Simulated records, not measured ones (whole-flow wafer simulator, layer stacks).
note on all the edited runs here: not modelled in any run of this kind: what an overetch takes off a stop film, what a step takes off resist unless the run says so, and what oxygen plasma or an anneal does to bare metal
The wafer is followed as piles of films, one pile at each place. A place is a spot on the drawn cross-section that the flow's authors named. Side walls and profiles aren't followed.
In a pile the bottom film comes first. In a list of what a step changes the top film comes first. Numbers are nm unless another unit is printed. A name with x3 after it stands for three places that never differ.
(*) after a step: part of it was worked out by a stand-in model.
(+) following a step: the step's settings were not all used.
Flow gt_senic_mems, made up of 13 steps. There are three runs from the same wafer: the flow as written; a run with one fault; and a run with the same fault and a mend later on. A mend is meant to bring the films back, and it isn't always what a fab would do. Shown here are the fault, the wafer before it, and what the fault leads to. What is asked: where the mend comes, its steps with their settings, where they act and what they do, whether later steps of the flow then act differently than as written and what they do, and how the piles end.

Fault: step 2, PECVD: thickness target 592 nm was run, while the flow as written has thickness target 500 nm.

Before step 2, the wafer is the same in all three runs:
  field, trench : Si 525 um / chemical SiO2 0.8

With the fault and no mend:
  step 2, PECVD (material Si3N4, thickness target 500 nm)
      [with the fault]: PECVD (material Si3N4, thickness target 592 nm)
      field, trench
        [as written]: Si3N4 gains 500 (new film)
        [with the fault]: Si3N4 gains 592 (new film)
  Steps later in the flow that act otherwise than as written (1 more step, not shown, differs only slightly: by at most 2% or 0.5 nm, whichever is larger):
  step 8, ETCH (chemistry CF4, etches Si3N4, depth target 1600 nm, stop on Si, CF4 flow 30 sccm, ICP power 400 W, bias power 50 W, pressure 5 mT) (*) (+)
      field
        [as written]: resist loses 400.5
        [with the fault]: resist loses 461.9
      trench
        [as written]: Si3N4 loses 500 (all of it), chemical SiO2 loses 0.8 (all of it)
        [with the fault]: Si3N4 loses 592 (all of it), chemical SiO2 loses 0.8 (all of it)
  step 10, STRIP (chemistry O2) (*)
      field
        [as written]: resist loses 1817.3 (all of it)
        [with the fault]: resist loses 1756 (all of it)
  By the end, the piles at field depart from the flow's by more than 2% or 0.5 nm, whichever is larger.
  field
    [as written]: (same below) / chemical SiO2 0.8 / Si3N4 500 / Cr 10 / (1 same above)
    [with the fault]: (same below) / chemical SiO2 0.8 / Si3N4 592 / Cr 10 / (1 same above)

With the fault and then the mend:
  The mend follows step 2.
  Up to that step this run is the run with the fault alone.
  step 2a, ETCH (chemistry h3po4, depth target 92 nm)
      field, trench
        Si3N4 loses 92
  Every later step of the flow that is run acts as written at every place that is followed.
  By the end, the piles equal the flow's at every place that both follow.
